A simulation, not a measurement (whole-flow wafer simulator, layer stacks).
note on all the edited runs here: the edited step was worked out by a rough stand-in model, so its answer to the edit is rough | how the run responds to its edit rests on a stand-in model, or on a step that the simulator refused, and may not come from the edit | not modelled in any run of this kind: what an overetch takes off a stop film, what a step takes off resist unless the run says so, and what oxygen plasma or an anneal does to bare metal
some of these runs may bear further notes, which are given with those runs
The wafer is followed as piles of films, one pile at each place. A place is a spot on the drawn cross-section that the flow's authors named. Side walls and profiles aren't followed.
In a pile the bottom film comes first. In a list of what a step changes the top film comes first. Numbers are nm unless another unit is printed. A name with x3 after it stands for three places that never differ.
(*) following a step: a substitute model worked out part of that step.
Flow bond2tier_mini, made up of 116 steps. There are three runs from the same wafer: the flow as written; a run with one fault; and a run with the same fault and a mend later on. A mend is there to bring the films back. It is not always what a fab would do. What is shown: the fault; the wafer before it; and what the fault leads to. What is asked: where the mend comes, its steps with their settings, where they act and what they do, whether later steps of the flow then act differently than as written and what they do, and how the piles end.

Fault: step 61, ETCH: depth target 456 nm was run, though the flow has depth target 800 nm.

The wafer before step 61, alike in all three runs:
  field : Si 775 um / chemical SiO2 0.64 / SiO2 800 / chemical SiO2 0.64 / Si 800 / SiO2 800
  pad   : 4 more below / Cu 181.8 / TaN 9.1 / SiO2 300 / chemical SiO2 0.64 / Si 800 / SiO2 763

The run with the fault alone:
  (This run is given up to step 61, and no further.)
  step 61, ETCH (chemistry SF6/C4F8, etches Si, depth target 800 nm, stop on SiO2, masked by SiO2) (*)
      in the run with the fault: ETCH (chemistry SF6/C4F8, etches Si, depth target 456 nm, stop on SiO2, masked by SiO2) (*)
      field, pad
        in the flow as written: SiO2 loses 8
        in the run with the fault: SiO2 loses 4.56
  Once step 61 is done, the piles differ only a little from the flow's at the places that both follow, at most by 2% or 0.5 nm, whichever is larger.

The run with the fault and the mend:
  The mend follows step 61.
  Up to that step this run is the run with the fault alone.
  step 61a, ETCH (chemistry SF6/C4F8, etches Si, depth target 344 nm, stop on SiO2, masked by SiO2) (*) (a further turn of the flow's step 61, with different settings)
      field, pad
        SiO2 loses 3.44
  Later steps of the flow that are run all act as written at every place that is followed.
  The piles end the same as the flow's at every place that both follow.
